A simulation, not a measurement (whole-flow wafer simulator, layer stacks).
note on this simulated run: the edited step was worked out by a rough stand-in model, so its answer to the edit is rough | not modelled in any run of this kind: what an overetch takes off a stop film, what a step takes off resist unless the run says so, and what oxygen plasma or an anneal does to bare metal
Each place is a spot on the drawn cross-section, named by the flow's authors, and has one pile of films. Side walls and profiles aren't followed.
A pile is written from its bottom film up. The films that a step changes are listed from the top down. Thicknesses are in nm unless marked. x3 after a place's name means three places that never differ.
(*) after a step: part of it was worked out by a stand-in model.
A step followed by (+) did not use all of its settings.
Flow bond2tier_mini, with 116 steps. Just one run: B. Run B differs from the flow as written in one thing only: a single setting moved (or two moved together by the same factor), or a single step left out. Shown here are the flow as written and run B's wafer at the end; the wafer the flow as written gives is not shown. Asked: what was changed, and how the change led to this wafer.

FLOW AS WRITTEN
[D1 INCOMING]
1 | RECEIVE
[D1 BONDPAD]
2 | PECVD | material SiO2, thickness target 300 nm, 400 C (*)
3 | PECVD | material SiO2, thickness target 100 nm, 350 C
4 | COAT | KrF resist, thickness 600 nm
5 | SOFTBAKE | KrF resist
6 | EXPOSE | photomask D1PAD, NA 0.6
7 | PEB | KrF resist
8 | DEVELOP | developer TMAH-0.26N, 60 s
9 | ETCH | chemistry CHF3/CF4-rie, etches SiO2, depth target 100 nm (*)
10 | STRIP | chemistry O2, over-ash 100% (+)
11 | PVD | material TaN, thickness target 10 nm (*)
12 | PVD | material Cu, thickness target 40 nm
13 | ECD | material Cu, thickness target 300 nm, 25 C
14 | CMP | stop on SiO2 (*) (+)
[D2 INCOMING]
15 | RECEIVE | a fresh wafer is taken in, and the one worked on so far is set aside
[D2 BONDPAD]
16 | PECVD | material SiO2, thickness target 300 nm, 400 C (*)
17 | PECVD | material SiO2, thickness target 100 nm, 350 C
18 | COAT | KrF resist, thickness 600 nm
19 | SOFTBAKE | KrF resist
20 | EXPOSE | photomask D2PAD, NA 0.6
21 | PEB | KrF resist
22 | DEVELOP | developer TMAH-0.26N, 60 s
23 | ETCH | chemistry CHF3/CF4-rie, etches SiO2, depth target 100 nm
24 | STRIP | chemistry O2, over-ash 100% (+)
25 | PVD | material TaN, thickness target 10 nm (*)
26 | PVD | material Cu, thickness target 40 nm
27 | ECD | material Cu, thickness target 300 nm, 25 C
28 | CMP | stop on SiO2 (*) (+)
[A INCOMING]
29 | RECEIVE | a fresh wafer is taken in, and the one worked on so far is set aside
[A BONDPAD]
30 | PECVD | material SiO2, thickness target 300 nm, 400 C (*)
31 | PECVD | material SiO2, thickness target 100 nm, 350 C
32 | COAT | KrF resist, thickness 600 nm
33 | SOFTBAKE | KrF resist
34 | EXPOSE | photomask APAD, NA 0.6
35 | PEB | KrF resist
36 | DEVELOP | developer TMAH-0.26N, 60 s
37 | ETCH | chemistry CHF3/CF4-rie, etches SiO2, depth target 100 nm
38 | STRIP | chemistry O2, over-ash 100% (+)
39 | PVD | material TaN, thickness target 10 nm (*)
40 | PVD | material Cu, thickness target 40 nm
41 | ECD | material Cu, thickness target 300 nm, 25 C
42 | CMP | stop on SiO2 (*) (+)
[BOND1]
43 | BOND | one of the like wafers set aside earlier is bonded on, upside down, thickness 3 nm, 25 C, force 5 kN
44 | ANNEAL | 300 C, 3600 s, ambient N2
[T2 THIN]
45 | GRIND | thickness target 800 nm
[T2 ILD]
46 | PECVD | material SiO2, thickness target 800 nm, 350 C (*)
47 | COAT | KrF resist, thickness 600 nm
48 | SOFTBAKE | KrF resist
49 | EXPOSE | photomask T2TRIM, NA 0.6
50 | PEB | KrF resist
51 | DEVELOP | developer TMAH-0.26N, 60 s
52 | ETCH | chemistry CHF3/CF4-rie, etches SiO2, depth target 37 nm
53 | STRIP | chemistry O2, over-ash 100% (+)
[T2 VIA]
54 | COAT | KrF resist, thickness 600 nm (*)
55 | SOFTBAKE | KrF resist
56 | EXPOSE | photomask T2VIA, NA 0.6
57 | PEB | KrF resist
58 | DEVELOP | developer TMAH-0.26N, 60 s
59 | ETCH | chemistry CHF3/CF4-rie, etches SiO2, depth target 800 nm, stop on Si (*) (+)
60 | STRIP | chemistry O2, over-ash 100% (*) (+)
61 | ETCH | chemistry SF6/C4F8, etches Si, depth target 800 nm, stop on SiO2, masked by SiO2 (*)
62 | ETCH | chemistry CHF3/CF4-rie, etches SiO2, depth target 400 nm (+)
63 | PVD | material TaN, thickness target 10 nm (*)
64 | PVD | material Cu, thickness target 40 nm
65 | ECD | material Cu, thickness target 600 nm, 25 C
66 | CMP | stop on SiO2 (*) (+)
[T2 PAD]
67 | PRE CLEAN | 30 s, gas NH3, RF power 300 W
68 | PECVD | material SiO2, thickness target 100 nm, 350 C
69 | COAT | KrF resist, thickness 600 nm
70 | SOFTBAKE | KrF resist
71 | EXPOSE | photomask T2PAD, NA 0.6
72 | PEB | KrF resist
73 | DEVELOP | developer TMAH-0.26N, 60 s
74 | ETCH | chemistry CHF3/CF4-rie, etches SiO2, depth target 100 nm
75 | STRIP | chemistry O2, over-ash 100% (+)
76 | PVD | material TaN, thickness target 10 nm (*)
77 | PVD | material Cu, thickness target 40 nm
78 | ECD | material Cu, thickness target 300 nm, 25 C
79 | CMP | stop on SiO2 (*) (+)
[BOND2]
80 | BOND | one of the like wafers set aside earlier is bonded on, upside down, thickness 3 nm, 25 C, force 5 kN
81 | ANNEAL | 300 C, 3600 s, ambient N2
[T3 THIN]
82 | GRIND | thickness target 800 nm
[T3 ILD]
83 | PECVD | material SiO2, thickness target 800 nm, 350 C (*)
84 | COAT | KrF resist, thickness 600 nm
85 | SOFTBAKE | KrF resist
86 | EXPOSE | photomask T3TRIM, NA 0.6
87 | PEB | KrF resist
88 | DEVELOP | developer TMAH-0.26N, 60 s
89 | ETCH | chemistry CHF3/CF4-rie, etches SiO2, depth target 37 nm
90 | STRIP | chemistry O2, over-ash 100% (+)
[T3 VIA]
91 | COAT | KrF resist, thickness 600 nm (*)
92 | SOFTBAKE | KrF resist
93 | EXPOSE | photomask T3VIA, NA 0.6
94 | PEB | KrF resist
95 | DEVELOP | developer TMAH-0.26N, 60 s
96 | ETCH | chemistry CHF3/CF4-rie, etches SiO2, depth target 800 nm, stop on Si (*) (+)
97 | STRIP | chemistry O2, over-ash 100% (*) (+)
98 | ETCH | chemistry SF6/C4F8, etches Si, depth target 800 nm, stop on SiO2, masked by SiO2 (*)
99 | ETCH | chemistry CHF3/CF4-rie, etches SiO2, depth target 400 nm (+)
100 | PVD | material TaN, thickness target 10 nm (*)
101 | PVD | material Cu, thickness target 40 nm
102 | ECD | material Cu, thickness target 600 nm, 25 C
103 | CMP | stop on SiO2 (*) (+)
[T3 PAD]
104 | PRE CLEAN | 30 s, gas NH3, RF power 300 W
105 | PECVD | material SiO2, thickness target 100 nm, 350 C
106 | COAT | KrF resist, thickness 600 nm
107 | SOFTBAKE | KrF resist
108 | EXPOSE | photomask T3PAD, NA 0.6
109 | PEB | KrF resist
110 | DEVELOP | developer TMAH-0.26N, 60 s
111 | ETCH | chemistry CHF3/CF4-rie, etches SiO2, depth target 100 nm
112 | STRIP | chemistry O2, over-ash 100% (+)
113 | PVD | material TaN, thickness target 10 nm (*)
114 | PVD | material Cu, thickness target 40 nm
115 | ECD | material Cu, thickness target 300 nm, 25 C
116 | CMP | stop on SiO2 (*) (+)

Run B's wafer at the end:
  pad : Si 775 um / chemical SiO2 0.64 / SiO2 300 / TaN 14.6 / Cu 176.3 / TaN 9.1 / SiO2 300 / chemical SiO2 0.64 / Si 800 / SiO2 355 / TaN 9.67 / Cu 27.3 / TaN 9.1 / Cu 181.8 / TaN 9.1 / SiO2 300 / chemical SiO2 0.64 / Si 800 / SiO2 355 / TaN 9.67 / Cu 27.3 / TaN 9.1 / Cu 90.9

The reason: step 39, PVD: thickness target 16 nm was run, though the flow has thickness target 10 nm.

How this came from the change, step by step:
  39 | PVD | material TaN, thickness target 10 nm (*)
      field: +16 TaN (new film) (as written it would have been: +10 TaN (new film))
      pad: +14.6 TaN (new film) (as written it would have been: +9.1 TaN (new film))
      (as well as at 1 more place)
  42 | CMP | stop on SiO2 (*) (+)
      field: -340 Cu (all of it), -16 TaN (all of it) (as written it would have been: -340 Cu (all of it), -10 TaN (all of it))
